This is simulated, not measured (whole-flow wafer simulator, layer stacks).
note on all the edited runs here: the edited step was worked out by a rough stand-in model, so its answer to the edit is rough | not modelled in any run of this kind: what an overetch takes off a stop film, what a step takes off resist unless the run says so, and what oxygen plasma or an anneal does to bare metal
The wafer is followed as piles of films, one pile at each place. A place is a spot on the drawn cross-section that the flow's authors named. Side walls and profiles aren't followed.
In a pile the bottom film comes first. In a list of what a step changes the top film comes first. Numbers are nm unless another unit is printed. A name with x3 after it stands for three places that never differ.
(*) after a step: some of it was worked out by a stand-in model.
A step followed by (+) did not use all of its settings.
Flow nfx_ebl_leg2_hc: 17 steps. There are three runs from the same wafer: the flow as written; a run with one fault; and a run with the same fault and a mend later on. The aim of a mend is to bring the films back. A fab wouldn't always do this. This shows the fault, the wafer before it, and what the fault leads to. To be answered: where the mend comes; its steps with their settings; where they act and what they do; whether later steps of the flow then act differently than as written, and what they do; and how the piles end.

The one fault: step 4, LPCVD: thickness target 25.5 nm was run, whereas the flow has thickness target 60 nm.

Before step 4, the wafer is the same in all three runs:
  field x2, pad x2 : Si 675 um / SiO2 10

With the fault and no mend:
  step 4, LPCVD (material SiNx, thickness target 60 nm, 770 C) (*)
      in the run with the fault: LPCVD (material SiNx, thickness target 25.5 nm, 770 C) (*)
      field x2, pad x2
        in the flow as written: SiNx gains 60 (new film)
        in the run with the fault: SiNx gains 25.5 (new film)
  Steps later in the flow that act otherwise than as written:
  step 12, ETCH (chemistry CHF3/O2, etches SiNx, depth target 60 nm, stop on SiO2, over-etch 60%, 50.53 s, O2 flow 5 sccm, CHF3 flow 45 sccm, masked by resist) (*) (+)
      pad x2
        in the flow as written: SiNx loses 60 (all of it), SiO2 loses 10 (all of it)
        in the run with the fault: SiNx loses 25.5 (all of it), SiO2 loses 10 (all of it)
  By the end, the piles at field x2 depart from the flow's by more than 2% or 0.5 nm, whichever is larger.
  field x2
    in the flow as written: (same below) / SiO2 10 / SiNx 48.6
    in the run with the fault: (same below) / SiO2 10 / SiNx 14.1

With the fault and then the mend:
  The mend stands after step 5.
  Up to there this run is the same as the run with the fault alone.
  step 5a, LPCVD (material SiNx, thickness target 34.5 nm, 770 C) (*) (the flow's step 4, run once more with other settings)
      field x2, pad x2
        SiNx gains 34.5
  Later steps of the flow that are run all act as written at every place that is followed.
  The piles end the same as the flow's at every place that both follow.
